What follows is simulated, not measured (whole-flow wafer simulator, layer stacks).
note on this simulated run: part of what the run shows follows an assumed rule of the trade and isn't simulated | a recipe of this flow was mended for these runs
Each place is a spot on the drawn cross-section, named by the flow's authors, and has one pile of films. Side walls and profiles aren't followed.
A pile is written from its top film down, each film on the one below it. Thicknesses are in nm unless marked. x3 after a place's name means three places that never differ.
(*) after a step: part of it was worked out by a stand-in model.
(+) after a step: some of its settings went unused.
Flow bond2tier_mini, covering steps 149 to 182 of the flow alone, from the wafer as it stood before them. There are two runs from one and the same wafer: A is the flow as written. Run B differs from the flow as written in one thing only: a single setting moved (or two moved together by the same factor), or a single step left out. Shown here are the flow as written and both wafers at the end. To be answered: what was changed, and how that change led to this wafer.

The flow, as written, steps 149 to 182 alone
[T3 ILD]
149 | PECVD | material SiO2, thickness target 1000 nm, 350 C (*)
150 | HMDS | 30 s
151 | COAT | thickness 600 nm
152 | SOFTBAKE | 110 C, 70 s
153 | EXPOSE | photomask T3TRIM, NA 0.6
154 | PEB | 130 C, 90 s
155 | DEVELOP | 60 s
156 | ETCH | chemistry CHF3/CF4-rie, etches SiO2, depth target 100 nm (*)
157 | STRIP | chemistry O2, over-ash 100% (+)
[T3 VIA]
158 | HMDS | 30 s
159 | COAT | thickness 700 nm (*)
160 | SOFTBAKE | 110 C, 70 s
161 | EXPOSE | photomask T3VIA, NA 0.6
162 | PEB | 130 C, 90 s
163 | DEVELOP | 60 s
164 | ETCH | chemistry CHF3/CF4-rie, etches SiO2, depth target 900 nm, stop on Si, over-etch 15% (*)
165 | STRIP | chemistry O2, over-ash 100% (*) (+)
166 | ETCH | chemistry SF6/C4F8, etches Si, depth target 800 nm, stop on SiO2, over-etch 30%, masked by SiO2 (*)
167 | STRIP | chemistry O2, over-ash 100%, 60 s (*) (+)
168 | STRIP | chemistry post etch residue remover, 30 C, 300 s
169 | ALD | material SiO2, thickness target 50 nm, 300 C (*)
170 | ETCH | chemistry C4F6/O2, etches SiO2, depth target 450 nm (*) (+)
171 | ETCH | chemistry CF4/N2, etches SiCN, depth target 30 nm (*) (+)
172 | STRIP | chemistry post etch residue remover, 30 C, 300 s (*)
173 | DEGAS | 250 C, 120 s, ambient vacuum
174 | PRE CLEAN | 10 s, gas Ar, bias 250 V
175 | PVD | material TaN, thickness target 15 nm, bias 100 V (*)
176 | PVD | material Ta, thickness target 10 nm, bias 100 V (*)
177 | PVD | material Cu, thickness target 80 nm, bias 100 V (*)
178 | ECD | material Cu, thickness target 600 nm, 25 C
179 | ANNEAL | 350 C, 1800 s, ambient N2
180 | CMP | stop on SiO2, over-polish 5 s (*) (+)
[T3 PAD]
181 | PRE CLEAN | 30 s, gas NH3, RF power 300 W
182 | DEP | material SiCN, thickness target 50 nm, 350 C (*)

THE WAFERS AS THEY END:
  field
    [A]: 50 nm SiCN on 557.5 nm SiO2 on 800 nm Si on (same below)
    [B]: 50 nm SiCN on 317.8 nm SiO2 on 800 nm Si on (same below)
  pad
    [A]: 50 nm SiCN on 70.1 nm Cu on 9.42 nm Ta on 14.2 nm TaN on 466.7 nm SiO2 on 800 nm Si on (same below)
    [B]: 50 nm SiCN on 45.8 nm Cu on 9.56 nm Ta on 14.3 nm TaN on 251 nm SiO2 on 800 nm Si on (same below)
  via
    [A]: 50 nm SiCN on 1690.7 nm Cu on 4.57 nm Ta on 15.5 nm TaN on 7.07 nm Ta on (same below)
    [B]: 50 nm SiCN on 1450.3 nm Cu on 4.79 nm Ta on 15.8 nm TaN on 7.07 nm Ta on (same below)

What caused this: step 149, PECVD: thickness target 760 nm was run, while the flow as written has thickness target 1000 nm; step 156, ETCH: depth target 76 nm was run, where the flow has depth target 100 nm.

Step by step, how the change led to this:
  149 | PECVD | material SiO2, thickness target 1000 nm, 350 C (*)
      field, pad, via: A +1000 SiO2 (new film) | B +760 SiO2 (new film)
  156 | ETCH | chemistry CHF3/CF4-rie, etches SiO2, depth target 100 nm (*)
      pad, via: A -100 SiO2 | B -76 SiO2
      field: A -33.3 thick-KrF-resist | B -25.3 thick-KrF-resist
  164 | ETCH | chemistry CHF3/CF4-rie, etches SiO2, depth target 900 nm, stop on Si, over-etch 15% (*)
      field, pad: A -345 thick-KrF-resist | B -262.2 thick-KrF-resist
      via: A -900 SiO2 (all of it), -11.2 Si | B -684 SiO2 (all of it), -29.2 Si
  165 | STRIP | chemistry O2, over-ash 100% (*) (+)
      field: A -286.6 thick-KrF-resist (all of it) | B -379.2 thick-KrF-resist (all of it)
      pad: A -372.9 thick-KrF-resist (all of it) | B -445.5 thick-KrF-resist (all of it)
  166 | ETCH | chemistry SF6/C4F8, etches Si, depth target 800 nm, stop on SiO2, over-etch 30%, masked by SiO2 (*)
      via: A -788.8 Si (all of it), -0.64 chemical SiO2 (all of it), -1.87 SiO2 | B -770.8 Si (all of it), -0.64 chemical SiO2 (all of it), -2.05 SiO2
  177 | PVD | material Cu, thickness target 80 nm, bias 100 V (*)
      via: A +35 Cu (new film) | B +36.8 Cu (new film)
  178 | ECD | material Cu, thickness target 600 nm, 25 C
      pad: A +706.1 Cu | B +680.7 Cu
      via: A +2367 Cu | B +2124.9 Cu
